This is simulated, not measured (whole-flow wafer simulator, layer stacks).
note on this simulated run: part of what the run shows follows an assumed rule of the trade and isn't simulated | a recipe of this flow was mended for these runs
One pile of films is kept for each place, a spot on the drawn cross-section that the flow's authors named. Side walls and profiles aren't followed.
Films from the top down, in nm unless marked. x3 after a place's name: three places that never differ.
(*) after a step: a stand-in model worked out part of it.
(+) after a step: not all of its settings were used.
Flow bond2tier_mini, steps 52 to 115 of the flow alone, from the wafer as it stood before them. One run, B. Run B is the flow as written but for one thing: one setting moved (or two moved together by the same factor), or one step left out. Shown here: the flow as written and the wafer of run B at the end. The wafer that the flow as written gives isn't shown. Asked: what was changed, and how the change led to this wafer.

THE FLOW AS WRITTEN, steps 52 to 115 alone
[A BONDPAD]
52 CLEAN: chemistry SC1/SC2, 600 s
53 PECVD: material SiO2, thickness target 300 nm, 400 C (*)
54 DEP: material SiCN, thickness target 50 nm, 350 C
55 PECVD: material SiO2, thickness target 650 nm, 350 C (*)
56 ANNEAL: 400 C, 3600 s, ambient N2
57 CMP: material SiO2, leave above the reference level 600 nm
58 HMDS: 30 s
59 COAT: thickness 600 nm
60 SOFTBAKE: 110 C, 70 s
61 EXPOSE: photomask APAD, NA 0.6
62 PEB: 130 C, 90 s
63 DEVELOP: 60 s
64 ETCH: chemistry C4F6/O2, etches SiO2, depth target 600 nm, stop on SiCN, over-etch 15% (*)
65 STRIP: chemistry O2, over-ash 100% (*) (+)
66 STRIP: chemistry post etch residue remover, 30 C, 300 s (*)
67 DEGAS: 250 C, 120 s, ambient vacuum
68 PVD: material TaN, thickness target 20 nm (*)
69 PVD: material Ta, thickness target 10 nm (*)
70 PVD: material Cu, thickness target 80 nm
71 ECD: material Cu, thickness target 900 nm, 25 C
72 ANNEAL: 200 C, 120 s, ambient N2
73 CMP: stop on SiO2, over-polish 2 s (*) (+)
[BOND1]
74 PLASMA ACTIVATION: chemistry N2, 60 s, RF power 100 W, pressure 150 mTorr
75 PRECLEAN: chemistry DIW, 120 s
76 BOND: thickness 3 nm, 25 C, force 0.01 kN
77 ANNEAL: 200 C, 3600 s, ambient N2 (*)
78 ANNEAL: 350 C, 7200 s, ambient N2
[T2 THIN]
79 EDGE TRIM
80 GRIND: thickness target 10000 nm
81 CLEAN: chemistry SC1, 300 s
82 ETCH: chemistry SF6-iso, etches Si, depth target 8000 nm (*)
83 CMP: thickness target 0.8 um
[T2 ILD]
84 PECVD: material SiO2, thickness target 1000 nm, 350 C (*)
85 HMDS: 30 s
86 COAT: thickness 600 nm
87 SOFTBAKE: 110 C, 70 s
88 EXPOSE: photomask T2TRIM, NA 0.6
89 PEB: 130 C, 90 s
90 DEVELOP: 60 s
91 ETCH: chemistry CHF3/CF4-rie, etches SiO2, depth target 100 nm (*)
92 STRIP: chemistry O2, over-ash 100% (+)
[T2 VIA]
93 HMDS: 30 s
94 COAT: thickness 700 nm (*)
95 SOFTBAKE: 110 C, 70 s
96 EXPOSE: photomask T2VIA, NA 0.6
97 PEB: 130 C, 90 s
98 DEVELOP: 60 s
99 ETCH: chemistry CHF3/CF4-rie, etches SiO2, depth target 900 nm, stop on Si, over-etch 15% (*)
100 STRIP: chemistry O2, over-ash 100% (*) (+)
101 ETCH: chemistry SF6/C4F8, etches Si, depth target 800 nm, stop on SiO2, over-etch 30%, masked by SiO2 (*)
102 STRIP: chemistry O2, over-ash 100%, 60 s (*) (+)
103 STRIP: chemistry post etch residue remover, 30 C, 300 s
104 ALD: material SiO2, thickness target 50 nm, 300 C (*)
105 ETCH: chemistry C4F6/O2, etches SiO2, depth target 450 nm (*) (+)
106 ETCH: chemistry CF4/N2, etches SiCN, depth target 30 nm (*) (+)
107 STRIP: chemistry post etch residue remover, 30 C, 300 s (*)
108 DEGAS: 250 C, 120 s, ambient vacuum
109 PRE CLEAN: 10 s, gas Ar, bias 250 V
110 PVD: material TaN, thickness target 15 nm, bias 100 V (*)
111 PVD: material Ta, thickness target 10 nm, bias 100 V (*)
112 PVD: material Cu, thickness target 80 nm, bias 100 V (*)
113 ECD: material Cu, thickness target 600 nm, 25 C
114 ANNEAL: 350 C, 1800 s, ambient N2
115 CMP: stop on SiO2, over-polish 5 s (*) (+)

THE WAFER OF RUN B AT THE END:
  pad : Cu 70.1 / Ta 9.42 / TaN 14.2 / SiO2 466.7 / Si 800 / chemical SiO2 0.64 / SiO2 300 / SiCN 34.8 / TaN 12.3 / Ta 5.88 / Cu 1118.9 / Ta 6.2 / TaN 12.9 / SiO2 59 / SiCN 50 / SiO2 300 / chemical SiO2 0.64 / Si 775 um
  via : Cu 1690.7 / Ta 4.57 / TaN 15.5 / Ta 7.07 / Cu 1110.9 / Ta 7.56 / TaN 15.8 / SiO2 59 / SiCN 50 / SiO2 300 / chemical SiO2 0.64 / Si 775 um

The cause: step 64, ETCH: depth target 470.4 nm was run, where the flow has depth target 600 nm.

How the change led to this, step by step:
  64 ETCH: chemistry C4F6/O2, etches SiO2, depth target 600 nm, stop on SiCN, over-etch 15% (*)
      pad, via: SiO2 -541 (as written it would be: SiO2 -600 (all of it), SiCN -15.2)
      field: thick-KrF-resist -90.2 (as written it would be: thick-KrF-resist -115)
  65 STRIP: chemistry O2, over-ash 100% (*) (+)
      field: thick-KrF-resist -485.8 (all of it) (as written it would be: thick-KrF-resist -460.9 (all of it))
  68 PVD: material TaN, thickness target 20 nm (*)
      pad: TaN +12.9 (new film) (as written it would be: TaN +12.3 (new film))
      via: TaN +15.8 (new film) (as written it would be: TaN +14.9 (new film))
  70 PVD: material Cu, thickness target 80 nm
      pad: Cu +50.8 (new film) (as written it would be: Cu +48.4 (new film))
      via: Cu +62.6 (new film) (as written it would be: Cu +59 (new film))
  71 ECD: material Cu, thickness target 900 nm, 25 C
      pad: Cu +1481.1 (as written it would be: Cu +1558.7)
      via: Cu +1465 (as written it would be: Cu +1544.3)
